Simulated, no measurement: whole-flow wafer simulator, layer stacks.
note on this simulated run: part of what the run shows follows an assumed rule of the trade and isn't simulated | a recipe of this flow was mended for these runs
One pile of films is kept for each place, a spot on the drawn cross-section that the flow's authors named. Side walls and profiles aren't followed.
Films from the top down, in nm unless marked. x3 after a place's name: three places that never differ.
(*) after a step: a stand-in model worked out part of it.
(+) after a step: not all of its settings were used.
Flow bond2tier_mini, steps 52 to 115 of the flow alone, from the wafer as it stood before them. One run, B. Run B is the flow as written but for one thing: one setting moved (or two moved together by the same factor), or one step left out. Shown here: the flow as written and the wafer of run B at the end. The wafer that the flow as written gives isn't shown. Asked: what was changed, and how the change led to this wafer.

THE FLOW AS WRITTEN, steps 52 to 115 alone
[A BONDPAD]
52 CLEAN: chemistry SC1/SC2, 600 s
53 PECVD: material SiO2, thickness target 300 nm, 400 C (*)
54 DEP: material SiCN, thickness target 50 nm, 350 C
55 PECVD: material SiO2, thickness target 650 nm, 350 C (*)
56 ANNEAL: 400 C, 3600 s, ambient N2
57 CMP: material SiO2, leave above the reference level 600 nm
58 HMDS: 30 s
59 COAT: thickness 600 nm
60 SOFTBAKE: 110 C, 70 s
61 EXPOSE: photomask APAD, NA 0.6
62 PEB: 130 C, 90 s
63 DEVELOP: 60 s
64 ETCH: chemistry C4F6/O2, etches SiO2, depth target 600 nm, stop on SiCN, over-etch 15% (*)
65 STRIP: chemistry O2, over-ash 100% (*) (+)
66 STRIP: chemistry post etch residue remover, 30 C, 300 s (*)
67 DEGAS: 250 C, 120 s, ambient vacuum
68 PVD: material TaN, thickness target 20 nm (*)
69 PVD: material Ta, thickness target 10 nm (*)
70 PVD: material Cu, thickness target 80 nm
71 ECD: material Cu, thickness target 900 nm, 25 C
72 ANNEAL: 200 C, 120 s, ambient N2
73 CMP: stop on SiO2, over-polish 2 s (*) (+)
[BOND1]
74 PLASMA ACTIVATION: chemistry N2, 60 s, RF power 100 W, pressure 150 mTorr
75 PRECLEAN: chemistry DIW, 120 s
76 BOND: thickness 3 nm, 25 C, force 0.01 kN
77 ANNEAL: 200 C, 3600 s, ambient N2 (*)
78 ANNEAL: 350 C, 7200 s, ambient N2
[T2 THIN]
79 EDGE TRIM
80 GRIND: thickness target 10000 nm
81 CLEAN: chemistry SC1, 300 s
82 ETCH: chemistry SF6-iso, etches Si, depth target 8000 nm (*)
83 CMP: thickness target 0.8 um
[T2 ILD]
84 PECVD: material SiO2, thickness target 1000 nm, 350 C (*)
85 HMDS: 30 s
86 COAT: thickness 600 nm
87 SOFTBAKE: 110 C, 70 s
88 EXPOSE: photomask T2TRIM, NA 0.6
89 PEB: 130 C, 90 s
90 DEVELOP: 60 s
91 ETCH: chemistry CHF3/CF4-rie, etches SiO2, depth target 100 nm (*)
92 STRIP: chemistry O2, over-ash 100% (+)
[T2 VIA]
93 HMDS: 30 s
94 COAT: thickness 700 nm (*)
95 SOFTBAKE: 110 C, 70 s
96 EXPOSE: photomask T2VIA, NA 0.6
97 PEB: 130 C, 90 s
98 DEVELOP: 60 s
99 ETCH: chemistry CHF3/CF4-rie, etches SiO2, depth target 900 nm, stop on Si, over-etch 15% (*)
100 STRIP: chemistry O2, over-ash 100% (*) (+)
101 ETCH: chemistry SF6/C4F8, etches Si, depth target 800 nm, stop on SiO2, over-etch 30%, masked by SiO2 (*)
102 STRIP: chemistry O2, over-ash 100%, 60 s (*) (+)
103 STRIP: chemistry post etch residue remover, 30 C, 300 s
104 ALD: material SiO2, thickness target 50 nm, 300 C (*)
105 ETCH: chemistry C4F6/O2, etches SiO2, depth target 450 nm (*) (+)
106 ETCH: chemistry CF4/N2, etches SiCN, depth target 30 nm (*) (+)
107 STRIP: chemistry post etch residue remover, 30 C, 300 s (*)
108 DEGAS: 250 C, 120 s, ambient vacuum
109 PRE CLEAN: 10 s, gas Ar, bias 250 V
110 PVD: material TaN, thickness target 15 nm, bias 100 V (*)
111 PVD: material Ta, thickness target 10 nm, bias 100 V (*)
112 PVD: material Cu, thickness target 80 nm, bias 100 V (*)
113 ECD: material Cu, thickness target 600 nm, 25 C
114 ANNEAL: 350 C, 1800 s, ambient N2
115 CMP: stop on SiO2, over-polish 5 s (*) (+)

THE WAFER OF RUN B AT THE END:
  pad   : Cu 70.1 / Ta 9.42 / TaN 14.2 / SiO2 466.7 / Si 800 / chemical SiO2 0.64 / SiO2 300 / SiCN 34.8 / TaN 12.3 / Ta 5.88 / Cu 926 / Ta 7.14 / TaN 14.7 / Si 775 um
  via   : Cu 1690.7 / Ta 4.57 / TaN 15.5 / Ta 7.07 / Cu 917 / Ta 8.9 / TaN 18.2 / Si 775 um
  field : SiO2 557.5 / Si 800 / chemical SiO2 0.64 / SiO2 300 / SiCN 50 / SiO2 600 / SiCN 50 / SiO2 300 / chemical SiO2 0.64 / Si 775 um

The cause: step 55, PECVD: material SiO2, thickness target 650 nm, 350 C (*), was left out.

How the change led to this, step by step:
  57 CMP: material SiO2, leave above the reference level 600 nm
      field, pad, via: nothing (as written it would be: SiO2 -50)
  64 ETCH: chemistry C4F6/O2, etches SiO2, depth target 600 nm, stop on SiCN, over-etch 15% (*)
      pad, via: SiCN -50 (all of it), SiO2 -300 (all of it), chemical SiO2 -0.64 (all of it), Si -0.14 (as written it would be: SiO2 -600 (all of it), SiCN -15.2)
  68 PVD: material TaN, thickness target 20 nm (*)
      pad: TaN +14.7 (new film) (as written it would be: TaN +12.3 (new film))
      via: TaN +18.2 (new film) (as written it would be: TaN +14.9 (new film))
  69 PVD: material Ta, thickness target 10 nm (*)
      pad: Ta +7.14 (new film) (as written it would be: Ta +5.88 (new film))
      via: Ta +8.9 (new film) (as written it would be: Ta +7.07 (new film))
  70 PVD: material Cu, thickness target 80 nm
      pad: Cu +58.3 (new film) (as written it would be: Cu +48.4 (new film))
      via: Cu +72.3 (new film) (as written it would be: Cu +59 (new film))
  71 ECD: material Cu, thickness target 900 nm, 25 C
      pad: Cu +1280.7 (as written it would be: Cu +1558.7)
      via: Cu +1261.5 (as written it would be: Cu +1544.3)
  76 BOND: thickness 3 nm, 25 C, force 0.01 kN
      field: Si +775 um (new film), chemical SiO2 +0.64 (new film), SiO2 +300 (new film), SiCN +50 (new film), SiO2 +600 (new film) (as written it would be: Si +775 um (new film), chemical SiO2 +0.64 (new film), SiO2 +300 (new film), SiCN +50 (new film), SiO2 +600)
